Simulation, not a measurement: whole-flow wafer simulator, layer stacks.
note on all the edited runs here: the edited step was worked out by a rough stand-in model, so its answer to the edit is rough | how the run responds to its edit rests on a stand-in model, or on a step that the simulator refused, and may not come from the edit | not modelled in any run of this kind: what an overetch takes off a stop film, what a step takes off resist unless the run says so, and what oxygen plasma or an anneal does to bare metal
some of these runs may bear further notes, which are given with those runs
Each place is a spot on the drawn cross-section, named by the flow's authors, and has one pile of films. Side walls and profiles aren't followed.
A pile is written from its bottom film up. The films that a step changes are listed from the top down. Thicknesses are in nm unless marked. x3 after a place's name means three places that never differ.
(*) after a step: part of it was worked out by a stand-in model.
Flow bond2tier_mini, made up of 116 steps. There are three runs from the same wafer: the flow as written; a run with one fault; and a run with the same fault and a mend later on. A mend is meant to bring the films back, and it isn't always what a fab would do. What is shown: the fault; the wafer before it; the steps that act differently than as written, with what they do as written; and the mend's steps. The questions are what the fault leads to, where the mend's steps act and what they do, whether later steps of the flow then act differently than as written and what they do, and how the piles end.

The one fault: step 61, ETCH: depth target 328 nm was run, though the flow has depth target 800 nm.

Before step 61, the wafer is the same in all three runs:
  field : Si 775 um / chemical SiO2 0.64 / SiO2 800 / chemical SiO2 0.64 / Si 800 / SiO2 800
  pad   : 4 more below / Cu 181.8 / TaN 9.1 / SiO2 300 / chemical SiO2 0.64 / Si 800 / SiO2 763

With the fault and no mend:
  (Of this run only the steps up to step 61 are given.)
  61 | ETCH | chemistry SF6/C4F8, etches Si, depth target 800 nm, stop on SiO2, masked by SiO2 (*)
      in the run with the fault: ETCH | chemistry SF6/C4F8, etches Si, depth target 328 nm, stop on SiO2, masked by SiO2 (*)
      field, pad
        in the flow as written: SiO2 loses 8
        in the run with the fault: SiO2 loses 3.28
  After step 61 the piles are close to the flow's at the places that both follow, differing by at most 2% or 0.5 nm, whichever is larger.

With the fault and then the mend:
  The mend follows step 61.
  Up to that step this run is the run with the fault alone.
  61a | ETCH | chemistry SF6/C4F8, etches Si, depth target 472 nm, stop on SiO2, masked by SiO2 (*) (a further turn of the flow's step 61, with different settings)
      field, pad
        SiO2 loses 4.72
  None of the later steps of the flow acts differently than as written at any place that is followed.
  By the end, the piles equal the flow's at every place that both follow.
